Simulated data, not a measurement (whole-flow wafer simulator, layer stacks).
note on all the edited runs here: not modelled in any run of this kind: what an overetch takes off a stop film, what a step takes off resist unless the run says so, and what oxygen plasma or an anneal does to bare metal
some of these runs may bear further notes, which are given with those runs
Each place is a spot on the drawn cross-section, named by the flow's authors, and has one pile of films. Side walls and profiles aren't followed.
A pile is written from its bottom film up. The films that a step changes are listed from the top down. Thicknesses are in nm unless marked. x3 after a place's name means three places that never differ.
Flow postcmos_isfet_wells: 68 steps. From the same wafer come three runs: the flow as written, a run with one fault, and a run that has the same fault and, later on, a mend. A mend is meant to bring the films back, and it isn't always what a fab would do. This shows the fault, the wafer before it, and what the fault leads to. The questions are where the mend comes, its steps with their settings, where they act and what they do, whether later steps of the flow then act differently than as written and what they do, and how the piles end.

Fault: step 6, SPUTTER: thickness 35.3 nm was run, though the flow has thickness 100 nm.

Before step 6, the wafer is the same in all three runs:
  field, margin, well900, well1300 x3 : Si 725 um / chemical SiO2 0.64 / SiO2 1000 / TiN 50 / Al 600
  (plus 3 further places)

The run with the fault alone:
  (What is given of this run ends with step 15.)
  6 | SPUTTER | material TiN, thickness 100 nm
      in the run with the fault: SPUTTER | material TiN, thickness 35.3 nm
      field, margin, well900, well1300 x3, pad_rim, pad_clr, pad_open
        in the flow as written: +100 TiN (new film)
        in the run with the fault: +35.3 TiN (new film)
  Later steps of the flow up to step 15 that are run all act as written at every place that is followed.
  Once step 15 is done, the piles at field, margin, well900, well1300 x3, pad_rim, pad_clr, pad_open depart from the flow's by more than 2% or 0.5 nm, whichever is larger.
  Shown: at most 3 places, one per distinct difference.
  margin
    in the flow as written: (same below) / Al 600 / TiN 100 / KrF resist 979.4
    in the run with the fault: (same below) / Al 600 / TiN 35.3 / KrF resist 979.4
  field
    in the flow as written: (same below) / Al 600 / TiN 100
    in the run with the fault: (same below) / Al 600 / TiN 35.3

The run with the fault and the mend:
  After step 6 comes the mend.
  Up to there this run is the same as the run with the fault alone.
  6a | ETCH | chemistry peroxide tin strip, depth target 40.59 nm
      field, margin, well900, well1300 x3, pad_rim, pad_clr, pad_open
        -35.3 TiN (all of it)
  6b | SPUTTER | material TiN, thickness 100 nm (the flow's step 6, run once more)
      field, margin, well900, well1300 x3, pad_rim, pad_clr, pad_open
        +100 TiN (new film)
  Later steps of the flow that are run all act as written at every place that is followed.
  By the end, the piles equal the flow's at every place that both follow.
